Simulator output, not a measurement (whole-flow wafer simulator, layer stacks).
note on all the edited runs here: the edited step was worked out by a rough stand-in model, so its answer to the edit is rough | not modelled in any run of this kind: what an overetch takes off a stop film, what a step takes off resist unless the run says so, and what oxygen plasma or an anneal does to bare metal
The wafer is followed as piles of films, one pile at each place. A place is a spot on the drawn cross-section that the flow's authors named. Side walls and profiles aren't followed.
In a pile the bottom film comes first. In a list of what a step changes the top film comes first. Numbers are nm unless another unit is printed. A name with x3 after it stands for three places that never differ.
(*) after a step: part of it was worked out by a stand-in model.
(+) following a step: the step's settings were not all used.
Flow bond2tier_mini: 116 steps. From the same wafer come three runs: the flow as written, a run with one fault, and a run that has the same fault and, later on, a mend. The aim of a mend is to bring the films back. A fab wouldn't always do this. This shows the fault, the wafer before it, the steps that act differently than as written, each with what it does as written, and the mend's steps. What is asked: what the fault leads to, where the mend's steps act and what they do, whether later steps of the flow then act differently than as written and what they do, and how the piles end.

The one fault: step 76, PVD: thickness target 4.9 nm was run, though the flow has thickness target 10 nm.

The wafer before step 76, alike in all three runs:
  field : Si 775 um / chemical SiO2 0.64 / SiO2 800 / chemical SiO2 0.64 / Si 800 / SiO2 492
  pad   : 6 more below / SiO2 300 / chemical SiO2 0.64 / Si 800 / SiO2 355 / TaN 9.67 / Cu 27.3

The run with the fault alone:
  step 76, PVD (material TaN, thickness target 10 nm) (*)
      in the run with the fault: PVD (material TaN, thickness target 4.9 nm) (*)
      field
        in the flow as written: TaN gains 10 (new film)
        in the run with the fault: TaN gains 4.9 (new film)
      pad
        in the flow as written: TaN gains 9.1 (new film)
        in the run with the fault: TaN gains 4.46 (new film)
  Steps later in the flow that act otherwise than as written (1 more step, not shown, differs only slightly: by at most 2% or 0.5 nm, whichever is larger):
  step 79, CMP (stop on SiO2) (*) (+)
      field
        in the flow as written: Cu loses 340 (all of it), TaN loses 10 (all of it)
        in the run with the fault: Cu loses 340 (all of it), TaN loses 4.9 (all of it)
  By the end, the piles at pad depart from the flow's by more than 2% or 0.5 nm, whichever is larger.
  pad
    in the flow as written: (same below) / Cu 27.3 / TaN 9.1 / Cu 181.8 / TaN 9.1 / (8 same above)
    in the run with the fault: (same below) / Cu 27.3 / TaN 4.46 / Cu 186.4 / TaN 9.1 / (8 same above)

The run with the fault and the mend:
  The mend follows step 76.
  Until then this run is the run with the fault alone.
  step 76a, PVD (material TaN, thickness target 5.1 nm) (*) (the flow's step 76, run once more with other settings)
      field
        TaN gains 5.1
      pad
        TaN gains 4.64
  None of the later steps of the flow acts differently than as written at any place that is followed.
  By the end, the piles equal the flow's at every place that both follow.
